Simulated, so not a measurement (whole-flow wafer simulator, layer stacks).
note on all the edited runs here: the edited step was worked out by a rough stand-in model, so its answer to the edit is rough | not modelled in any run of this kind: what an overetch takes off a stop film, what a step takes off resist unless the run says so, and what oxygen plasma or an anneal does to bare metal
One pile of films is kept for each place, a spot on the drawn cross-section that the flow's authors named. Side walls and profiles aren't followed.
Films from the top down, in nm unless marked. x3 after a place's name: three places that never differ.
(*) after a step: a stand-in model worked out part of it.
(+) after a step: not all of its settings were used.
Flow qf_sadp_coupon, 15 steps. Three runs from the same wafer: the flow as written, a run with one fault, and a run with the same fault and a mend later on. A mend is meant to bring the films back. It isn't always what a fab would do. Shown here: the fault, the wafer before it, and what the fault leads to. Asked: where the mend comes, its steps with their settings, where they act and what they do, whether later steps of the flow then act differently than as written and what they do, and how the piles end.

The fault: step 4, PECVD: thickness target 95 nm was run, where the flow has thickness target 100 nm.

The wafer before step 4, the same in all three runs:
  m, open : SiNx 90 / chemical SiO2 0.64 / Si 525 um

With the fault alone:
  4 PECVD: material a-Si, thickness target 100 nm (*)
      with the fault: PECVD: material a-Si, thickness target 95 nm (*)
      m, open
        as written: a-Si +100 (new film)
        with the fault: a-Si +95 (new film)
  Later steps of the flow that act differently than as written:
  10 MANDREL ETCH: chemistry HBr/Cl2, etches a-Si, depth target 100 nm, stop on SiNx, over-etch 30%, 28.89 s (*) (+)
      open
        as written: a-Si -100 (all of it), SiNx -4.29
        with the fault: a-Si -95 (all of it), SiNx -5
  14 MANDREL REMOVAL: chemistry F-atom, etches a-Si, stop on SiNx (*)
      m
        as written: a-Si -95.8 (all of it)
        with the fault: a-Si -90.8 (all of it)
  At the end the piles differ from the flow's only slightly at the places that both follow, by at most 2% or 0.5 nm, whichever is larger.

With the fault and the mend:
  The mend comes after step 4.
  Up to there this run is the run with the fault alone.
  4a PECVD: material a-Si, thickness target 5 nm (*) (the flow's step 4 once more, with other settings)
      m, open
        a-Si +5
  No later step of the flow acts differently than as written at any place that is followed.
  At the end the piles are the same as the flow's at every place that both follow.
